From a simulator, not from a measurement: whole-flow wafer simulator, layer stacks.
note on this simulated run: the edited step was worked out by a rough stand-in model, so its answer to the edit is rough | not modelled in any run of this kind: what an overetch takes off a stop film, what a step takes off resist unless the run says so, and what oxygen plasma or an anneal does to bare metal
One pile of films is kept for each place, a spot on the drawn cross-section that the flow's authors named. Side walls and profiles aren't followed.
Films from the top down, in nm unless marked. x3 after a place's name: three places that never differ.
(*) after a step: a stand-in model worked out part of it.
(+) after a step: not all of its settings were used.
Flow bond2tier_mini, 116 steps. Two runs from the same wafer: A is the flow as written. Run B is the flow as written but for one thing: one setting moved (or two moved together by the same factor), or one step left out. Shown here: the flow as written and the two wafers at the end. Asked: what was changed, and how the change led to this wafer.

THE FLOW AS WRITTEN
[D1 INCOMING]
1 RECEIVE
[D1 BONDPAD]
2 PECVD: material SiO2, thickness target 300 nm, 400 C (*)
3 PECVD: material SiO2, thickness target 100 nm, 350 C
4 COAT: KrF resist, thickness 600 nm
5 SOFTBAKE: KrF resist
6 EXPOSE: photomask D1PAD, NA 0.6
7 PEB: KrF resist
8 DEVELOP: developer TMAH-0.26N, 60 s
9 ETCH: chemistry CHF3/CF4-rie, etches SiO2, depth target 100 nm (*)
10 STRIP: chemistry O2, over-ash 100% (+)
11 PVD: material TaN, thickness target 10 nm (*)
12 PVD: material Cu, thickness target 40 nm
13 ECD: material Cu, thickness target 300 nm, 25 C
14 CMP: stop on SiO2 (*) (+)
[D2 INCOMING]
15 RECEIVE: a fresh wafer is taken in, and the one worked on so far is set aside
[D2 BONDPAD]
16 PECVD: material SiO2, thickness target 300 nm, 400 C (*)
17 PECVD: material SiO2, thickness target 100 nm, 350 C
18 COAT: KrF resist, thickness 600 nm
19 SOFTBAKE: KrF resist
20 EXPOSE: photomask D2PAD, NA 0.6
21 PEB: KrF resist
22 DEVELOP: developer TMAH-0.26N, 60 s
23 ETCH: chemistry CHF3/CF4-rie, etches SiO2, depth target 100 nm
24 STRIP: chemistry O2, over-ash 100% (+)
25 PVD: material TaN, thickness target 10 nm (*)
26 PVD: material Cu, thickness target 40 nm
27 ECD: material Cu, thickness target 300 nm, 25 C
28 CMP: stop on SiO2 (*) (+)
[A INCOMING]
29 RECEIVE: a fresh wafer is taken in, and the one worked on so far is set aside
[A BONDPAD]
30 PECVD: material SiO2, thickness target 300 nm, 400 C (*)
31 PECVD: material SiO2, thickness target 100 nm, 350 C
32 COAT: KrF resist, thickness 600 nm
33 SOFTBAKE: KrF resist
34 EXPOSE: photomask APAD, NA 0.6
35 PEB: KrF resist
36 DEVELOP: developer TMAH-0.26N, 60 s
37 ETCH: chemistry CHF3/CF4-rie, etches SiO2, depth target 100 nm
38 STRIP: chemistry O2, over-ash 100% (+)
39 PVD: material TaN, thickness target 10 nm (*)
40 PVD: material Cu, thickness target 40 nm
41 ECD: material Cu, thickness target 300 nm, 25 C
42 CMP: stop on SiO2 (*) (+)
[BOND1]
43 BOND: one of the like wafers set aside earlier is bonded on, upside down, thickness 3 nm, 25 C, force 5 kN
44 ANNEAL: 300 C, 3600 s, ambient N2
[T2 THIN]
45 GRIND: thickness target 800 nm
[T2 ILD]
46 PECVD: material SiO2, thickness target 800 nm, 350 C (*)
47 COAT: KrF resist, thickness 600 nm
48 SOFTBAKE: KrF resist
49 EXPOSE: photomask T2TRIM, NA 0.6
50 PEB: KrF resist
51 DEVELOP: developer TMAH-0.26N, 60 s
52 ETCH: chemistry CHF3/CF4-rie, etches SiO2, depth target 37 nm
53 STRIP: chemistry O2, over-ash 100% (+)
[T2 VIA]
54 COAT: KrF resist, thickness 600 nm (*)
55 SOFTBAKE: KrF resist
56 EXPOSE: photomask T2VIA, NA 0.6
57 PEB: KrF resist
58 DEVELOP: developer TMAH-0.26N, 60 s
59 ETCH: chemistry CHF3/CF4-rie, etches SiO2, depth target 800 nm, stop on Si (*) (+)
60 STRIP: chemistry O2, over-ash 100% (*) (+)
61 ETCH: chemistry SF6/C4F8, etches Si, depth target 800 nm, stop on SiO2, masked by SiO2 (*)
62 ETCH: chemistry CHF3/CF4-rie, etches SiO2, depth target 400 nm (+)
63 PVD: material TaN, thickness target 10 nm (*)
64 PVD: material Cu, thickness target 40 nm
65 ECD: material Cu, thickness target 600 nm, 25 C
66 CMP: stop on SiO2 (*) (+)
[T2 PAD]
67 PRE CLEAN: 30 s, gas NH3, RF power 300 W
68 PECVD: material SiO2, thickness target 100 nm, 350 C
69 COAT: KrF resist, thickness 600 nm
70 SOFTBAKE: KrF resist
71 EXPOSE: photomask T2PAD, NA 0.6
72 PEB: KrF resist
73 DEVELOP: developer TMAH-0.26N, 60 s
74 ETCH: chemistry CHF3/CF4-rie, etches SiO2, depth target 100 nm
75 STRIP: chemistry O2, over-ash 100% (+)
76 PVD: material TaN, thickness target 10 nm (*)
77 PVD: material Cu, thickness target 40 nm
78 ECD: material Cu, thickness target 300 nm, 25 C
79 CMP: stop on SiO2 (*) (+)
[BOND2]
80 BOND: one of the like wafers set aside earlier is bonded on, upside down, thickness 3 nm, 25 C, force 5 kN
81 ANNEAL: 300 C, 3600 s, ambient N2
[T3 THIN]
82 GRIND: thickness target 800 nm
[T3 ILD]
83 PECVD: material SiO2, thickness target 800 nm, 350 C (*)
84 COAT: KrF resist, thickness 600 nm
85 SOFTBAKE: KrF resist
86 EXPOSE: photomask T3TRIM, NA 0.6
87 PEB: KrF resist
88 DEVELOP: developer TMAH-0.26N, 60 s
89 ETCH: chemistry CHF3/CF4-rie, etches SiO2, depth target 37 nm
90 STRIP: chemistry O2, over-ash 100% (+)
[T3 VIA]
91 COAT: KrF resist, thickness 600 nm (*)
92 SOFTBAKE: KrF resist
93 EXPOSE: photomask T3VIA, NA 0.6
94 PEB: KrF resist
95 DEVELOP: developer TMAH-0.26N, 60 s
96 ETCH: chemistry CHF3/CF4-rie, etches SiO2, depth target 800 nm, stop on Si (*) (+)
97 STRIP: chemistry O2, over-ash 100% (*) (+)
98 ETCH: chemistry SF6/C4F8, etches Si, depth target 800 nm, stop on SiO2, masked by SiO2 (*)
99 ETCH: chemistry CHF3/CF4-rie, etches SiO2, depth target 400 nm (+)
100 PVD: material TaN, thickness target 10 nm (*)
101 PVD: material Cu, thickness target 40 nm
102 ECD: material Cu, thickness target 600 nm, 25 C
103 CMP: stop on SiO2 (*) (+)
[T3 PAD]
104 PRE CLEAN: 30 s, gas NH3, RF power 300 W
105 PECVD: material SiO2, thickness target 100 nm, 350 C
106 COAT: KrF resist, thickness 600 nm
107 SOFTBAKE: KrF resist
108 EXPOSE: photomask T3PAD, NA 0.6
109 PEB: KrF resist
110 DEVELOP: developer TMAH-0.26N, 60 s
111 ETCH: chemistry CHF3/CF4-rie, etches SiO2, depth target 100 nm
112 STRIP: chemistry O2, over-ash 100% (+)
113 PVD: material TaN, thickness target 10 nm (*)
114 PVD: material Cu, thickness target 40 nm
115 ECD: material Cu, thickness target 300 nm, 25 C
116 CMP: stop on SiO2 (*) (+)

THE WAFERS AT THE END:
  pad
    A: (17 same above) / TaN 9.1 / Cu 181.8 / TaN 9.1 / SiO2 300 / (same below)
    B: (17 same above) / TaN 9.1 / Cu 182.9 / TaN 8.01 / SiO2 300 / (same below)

The cause: step 39, PVD: thickness target 8.8 nm was run, where the flow has thickness target 10 nm.

How the change led to this, step by step:
  39 PVD: material TaN, thickness target 10 nm (*)
      field: A TaN +10 (new film) | B TaN +8.8 (new film)
      pad: A TaN +9.1 (new film) | B TaN +8.01 (new film)
      (and at 1 more place)
  42 CMP: stop on SiO2 (*) (+)
      field: A Cu -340 (all of it), TaN -10 (all of it) | B Cu -340 (all of it), TaN -8.8 (all of it)
